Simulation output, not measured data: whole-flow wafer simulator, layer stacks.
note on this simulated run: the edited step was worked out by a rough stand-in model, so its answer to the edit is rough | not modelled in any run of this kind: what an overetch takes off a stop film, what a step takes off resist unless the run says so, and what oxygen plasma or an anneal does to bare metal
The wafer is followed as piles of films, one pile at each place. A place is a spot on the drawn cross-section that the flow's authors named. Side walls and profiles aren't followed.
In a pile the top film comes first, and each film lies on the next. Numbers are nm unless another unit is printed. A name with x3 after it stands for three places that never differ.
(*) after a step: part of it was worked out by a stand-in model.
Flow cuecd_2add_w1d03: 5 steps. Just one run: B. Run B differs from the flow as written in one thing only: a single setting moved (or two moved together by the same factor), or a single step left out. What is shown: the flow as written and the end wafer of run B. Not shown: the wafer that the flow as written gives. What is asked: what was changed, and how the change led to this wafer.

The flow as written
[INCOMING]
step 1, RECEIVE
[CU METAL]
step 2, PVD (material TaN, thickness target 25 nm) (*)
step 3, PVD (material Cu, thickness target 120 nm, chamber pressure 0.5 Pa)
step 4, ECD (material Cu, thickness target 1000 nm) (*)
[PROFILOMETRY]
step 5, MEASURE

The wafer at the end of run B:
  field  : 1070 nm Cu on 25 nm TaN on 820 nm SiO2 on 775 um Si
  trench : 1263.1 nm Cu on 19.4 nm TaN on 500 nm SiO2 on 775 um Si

The reason: step 4, ECD: thickness target 950 nm was run, while the flow as written has thickness target 1000 nm.

How this came from the change, step by step:
  step 4, ECD (material Cu, thickness target 1000 nm) (*)
      field: +950 Cu (it would be, as written: +1000 Cu)
      trench: +1169.7 Cu (it would be, as written: +1226.8 Cu)
